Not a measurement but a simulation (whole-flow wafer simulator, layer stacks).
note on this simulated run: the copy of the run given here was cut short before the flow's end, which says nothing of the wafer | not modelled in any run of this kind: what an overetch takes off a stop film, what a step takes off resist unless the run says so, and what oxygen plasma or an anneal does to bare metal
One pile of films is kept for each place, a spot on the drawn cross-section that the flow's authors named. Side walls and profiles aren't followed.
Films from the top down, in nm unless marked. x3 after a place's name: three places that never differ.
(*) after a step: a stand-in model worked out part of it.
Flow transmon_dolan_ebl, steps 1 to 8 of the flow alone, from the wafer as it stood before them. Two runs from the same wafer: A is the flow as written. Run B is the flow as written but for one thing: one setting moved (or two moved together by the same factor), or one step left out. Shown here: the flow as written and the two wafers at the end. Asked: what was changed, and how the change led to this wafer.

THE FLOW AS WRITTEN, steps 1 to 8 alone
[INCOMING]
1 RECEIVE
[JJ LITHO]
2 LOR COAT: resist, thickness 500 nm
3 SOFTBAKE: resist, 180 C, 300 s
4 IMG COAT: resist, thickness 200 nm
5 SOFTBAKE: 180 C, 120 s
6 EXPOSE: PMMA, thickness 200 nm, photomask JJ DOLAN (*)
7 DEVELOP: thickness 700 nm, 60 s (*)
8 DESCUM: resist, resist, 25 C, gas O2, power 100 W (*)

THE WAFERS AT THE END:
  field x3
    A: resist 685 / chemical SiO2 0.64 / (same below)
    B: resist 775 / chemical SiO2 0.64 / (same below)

The cause: step 4, IMG COAT: thickness 290 nm was run, where the flow has thickness 200 nm.

How the change led to this, step by step:
  4 IMG COAT: resist, thickness 200 nm
      field x3, jj_line: A resist +200 | B resist +290
  7 DEVELOP: thickness 700 nm, 60 s (*)
      jj_line: A resist -700 (all of it) | B resist -790 (all of it)
